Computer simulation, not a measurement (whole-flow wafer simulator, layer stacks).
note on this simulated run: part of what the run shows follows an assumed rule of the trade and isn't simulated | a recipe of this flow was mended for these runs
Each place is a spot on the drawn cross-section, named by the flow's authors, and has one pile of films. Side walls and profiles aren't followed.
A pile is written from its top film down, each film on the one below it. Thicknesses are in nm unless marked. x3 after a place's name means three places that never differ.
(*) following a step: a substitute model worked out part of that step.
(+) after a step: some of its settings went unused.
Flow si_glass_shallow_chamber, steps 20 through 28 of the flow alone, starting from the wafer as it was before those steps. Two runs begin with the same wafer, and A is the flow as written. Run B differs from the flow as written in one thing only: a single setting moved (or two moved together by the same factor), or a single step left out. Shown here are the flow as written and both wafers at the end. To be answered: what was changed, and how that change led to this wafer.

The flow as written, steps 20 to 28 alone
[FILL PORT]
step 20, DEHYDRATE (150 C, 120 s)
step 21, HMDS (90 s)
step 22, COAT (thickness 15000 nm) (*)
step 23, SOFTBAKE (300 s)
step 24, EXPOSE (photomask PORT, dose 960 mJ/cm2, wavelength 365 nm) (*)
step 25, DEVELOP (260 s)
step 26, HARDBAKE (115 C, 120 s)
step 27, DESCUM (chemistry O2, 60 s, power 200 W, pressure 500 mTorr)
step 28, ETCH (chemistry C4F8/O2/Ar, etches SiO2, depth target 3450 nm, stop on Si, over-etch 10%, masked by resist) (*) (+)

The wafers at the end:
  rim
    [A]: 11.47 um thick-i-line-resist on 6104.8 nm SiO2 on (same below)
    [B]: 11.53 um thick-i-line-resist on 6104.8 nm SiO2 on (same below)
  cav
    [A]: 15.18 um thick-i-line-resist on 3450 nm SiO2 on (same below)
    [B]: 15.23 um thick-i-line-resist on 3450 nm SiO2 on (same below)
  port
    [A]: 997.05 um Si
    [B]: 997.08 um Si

What caused this: step 28, ETCH: depth target 3202 nm was run, whereas the flow has depth target 3450 nm.

Step by step, how the change led to this:
  step 28, ETCH (chemistry C4F8/O2/Ar, etches SiO2, depth target 3450 nm, stop on Si, over-etch 10%, masked by resist) (*) (+)
      rim, ramp, cav, septum, ring: A -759 thick-i-line-resist | B -704.4 thick-i-line-resist
      port: A -3450 SiO2 (all of it), -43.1 Si | B -3450 SiO2 (all of it), -9.03 Si
